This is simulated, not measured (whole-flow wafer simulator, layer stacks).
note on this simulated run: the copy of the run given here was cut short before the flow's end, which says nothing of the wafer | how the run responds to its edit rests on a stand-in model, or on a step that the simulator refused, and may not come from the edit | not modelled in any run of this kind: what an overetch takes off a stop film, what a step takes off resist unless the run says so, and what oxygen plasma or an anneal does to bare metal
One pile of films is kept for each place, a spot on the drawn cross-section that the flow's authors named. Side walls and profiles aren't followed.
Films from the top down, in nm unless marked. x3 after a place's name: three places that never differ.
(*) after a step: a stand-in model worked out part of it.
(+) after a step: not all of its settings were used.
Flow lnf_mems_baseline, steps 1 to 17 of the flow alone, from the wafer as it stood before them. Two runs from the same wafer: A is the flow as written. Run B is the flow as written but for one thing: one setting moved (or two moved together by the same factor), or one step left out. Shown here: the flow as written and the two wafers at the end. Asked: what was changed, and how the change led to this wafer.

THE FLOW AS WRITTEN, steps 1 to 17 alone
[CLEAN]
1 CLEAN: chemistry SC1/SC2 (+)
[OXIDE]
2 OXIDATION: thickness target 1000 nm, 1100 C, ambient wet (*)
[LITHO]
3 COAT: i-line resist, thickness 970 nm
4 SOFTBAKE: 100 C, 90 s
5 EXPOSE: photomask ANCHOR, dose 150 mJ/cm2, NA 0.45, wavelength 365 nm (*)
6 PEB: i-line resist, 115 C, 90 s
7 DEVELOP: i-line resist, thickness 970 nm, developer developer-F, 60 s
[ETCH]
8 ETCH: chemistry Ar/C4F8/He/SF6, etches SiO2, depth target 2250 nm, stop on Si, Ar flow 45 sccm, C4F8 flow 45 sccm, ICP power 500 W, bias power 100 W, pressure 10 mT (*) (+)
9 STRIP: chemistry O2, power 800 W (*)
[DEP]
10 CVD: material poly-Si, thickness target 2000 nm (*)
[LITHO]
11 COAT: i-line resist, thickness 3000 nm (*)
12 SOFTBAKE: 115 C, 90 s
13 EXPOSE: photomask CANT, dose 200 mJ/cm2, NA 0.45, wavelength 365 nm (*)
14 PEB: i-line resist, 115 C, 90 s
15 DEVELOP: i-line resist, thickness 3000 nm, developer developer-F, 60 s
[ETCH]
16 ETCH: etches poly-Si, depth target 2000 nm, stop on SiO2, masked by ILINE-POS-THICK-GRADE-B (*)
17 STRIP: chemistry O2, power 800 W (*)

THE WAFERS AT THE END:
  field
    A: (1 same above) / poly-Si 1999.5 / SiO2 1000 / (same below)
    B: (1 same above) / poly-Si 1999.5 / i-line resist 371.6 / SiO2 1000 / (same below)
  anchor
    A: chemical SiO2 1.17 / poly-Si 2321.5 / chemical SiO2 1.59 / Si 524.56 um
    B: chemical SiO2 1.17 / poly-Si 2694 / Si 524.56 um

The cause: step 9, STRIP: chemistry O2, power 800 W (*), was left out.

How the change led to this, step by step:
  10 CVD: material poly-Si, thickness target 2000 nm (*)
      anchor: A poly-Si +2322 (new film) | B poly-Si +2694.5 (new film)
  17 STRIP: chemistry O2, power 800 W (*)
      trench, char_slit: A nothing | B i-line resist -371.6 (all of it)
